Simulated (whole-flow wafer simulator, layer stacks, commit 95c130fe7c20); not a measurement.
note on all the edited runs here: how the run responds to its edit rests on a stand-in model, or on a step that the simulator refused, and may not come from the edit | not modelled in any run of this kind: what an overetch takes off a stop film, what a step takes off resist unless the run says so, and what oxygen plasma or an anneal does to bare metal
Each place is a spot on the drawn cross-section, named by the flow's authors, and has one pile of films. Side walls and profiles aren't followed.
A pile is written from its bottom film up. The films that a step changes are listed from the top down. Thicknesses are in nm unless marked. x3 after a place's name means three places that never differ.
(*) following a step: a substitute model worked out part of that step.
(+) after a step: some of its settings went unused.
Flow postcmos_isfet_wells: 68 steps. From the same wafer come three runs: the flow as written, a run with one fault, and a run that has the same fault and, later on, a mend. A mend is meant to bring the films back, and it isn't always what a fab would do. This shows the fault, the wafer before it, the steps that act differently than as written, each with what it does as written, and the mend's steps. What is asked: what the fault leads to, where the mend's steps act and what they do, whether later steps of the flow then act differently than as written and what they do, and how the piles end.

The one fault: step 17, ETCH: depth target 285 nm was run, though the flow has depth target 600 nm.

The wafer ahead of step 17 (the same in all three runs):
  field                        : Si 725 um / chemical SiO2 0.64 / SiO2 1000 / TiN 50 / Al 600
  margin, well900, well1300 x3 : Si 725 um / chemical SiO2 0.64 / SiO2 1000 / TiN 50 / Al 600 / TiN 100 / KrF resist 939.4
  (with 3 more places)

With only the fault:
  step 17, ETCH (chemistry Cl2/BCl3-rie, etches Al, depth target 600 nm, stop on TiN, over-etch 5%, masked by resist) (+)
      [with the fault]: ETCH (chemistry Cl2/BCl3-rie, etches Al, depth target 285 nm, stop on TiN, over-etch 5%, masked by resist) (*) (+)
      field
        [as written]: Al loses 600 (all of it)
        [with the fault]: Al loses 285
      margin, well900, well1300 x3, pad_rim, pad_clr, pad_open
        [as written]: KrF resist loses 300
        [with the fault]: KrF resist loses 142.5
  Later steps of the flow acting differently than as written:
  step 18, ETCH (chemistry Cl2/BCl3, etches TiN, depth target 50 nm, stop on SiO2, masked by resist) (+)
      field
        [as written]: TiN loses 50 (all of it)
        [with the fault]: Al loses 50
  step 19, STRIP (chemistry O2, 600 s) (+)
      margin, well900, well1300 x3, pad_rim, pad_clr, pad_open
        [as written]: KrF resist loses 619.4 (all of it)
        [with the fault]: KrF resist loses 776.9 (all of it)
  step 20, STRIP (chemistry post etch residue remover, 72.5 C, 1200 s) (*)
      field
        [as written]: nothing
        [with the fault]: Al loses 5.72
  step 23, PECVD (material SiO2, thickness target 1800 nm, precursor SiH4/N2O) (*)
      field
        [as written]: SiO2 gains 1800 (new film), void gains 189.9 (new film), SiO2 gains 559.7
        [with the fault]: SiO2 gains 2240.3 (new film)
  At field, the piles at the end differ from the flow's by more than 2% or 0.5 nm, whichever is larger.
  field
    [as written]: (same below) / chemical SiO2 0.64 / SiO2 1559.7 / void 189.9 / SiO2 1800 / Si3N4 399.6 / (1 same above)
    [with the fault]: (same below) / chemical SiO2 0.64 / SiO2 1000 / TiN 50 / Al 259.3 / SiO2 2240.3 / Si3N4 399.6 / (1 same above)

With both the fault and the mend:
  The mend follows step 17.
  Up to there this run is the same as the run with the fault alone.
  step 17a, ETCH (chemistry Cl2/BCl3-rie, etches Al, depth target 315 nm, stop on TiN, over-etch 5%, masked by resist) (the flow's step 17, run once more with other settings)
      margin, well900, well1300 x3, pad_rim, pad_clr, pad_open
        KrF resist loses 157.5
      field
        Al loses 315 (all of it)
  Later steps of the flow that are run all act as written at every place that is followed.
  By the end, the piles equal the flow's at every place that both follow.
